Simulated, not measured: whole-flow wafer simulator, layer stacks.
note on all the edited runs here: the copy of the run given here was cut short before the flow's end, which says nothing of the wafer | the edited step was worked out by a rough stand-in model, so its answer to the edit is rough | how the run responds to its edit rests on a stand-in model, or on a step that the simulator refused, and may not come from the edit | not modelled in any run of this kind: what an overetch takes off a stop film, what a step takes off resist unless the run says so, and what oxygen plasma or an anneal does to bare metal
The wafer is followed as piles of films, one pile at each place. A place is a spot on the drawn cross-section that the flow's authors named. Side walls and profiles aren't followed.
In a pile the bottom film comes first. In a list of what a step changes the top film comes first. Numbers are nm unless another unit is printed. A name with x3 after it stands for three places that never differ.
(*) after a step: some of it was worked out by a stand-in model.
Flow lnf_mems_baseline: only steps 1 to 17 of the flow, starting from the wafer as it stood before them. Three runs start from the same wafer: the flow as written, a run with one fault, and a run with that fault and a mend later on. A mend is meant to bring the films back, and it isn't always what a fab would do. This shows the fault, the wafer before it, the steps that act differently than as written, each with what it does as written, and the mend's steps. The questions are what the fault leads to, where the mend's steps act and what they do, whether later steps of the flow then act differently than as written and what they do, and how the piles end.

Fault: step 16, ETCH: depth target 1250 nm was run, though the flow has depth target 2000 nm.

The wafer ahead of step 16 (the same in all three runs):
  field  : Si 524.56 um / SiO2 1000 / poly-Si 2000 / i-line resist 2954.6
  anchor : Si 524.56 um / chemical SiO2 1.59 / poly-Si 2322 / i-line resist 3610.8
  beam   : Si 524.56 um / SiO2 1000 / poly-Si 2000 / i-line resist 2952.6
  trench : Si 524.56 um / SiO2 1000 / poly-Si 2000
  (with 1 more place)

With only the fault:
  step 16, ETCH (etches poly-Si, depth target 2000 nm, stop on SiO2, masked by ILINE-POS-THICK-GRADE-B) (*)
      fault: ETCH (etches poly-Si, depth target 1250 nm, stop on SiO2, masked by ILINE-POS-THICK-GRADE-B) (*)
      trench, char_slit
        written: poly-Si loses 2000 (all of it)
        fault: poly-Si loses 1250
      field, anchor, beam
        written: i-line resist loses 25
        fault: i-line resist loses 15.6
  Steps further on in the flow that do not act as written:
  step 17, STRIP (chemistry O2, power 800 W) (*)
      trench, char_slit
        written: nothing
        fault: chemical SiO2 gains 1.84 (new film), poly-Si loses 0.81
  At trench, char_slit, the piles at the end differ from the flow's by more than 2% or 0.5 nm, whichever is larger.
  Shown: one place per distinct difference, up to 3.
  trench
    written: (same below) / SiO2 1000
    fault: (same below) / SiO2 1000 / poly-Si 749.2 / chemical SiO2 1.84

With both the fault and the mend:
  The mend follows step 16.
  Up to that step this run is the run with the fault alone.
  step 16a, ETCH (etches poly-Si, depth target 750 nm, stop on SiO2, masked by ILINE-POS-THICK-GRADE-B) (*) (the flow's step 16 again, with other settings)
      field, anchor, beam
        i-line resist loses 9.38
      trench, char_slit
        poly-Si loses 750 (all of it)
  Later steps of the flow that are run all act as written at every place that is followed.
  By the end, the piles equal the flow's at every place that both follow.
